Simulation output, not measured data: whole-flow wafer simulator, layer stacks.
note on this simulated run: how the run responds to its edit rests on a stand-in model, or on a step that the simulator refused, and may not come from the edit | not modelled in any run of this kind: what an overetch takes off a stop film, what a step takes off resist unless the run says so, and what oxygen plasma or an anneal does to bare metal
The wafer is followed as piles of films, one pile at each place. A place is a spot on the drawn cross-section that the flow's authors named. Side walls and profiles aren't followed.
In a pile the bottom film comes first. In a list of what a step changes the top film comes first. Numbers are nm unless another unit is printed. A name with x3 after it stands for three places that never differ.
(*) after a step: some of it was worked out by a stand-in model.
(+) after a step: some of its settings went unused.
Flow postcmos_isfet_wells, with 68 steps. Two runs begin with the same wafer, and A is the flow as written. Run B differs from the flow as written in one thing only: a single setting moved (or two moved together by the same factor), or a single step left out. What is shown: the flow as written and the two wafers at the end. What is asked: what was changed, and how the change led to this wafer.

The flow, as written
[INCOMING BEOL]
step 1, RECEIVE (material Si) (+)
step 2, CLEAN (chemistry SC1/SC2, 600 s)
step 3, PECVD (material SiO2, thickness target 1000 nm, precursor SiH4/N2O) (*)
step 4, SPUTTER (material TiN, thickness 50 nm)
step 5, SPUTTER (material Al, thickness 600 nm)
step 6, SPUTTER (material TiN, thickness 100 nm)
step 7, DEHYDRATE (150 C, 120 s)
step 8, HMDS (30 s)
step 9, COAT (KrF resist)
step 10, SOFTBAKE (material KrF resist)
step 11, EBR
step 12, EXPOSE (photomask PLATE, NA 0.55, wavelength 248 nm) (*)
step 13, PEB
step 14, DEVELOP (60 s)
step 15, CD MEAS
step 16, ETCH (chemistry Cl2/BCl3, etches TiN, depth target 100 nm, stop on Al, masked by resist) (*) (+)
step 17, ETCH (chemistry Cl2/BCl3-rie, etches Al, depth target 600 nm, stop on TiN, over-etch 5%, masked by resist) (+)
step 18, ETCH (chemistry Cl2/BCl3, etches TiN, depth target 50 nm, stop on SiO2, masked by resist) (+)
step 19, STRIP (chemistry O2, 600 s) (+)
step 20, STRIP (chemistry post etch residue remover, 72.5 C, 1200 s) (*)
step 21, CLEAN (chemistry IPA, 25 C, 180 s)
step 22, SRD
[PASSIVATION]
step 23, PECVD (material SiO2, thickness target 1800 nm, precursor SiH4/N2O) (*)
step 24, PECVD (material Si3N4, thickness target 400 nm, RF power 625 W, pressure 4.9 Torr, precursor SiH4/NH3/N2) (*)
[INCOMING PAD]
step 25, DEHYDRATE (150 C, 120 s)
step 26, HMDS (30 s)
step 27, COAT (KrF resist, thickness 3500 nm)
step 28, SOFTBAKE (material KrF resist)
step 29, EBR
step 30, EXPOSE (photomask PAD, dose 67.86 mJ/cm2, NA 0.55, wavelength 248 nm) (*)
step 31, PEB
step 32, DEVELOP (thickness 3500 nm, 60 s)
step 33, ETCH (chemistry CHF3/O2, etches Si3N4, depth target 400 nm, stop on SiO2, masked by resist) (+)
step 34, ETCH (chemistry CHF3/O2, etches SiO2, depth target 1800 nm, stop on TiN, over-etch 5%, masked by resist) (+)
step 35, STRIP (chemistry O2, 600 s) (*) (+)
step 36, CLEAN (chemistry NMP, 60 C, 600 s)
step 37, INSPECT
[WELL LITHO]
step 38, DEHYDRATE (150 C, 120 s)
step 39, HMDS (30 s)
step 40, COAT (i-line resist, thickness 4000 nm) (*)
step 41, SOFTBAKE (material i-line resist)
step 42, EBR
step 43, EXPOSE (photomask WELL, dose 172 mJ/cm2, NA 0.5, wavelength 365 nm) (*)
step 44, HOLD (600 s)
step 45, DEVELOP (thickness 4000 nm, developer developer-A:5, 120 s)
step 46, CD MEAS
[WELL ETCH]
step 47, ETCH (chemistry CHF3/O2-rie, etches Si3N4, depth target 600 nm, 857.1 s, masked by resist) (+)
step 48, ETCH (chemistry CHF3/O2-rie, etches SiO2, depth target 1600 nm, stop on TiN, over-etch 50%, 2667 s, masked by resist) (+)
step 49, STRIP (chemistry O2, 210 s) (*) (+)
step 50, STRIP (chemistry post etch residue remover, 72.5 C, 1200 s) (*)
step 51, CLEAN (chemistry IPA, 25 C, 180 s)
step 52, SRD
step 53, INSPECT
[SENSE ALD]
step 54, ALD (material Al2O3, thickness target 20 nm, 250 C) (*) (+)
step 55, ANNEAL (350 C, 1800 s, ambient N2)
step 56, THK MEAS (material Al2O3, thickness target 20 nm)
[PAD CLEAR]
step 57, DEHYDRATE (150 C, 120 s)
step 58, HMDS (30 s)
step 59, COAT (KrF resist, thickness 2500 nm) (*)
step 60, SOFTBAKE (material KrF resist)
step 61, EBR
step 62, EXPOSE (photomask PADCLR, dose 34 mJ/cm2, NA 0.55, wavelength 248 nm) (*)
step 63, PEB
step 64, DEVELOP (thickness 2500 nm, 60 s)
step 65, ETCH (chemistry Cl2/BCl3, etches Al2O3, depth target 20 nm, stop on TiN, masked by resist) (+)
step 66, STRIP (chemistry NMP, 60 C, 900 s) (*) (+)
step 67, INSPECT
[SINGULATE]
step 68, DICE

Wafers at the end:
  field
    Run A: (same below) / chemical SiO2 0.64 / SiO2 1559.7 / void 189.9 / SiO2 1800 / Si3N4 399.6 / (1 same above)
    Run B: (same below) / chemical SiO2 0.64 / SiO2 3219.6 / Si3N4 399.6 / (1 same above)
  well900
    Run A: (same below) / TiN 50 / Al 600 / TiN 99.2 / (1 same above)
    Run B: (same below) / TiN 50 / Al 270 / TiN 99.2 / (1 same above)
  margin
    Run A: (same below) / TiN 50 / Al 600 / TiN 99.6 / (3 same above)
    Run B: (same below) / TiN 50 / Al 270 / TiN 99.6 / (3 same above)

What caused this: step 5, SPUTTER: thickness 270 nm was run, whereas the flow has thickness 600 nm.
One can read it off the wafer: well900 has Al 270, and step 5 as written asks for 600 nm.

The path from the change to this, step by step:
  step 5, SPUTTER (material Al, thickness 600 nm)
      field, margin, well900, well1300 x3, pad_rim, pad_clr, pad_open: A +600 Al (new film) | B +270 Al (new film)
  step 17, ETCH (chemistry Cl2/BCl3-rie, etches Al, depth target 600 nm, stop on TiN, over-etch 5%, masked by resist) (+)
      margin, well900, well1300 x3, pad_rim, pad_clr, pad_open: A -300 KrF resist | B -141.8 KrF resist
      field: A -600 Al (all of it) | B -270 Al (all of it)
  step 19, STRIP (chemistry O2, 600 s) (+)
      margin, well900, well1300 x3, pad_rim, pad_clr, pad_open: A -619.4 KrF resist (all of it) | B -777.6 KrF resist (all of it)
  step 23, PECVD (material SiO2, thickness target 1800 nm, precursor SiH4/N2O) (*)
      field: A +1800 SiO2 (new film), +189.9 void (new film), +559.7 SiO2 | B +2219.6 SiO2
